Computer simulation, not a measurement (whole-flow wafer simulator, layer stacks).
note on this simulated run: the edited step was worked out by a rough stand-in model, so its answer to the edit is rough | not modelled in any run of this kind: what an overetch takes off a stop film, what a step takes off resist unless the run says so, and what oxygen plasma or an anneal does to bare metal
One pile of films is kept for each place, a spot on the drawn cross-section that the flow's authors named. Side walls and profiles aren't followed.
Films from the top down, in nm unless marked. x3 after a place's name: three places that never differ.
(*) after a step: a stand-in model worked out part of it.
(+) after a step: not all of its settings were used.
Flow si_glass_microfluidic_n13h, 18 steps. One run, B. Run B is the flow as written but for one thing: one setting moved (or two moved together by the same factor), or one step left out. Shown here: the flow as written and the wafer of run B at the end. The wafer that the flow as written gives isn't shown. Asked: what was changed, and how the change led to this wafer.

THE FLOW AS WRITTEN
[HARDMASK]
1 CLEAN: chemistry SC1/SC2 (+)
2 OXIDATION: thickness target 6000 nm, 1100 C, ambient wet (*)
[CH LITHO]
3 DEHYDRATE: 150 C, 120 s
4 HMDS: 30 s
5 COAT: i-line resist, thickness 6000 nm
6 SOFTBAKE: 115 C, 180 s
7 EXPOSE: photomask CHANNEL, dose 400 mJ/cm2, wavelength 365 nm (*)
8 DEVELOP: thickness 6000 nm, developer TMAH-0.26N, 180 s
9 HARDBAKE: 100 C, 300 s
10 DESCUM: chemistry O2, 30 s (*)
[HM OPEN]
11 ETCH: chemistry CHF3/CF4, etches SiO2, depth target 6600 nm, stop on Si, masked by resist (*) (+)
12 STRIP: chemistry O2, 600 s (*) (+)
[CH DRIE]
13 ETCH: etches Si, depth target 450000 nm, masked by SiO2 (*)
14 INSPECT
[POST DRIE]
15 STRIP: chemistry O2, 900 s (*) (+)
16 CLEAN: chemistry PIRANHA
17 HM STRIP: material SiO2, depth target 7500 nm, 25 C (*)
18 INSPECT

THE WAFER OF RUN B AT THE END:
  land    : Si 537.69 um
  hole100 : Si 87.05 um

The cause: step 2, OXIDATION: thickness target 5250 nm was run, where the flow has thickness target 6000 nm.

How the change led to this, step by step:
  2 OXIDATION: thickness target 6000 nm, 1100 C, ambient wet (*)
      land, hole100: SiO2 +5250 (new film), chemical SiO2 -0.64 (all of it), Si -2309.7 (as written it would be: SiO2 +6000 (new film), chemical SiO2 -0.64 (all of it), Si -2639.7)
  11 ETCH: chemistry CHF3/CF4, etches SiO2, depth target 6600 nm, stop on Si, masked by resist (*) (+)
      hole100: SiO2 -5250 (all of it) (as written it would be: SiO2 -6000 (all of it))
  17 HM STRIP: material SiO2, depth target 7500 nm, 25 C (*)
      land: SiO2 -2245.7 (all of it) (as written it would be: SiO2 -2995.7 (all of it))
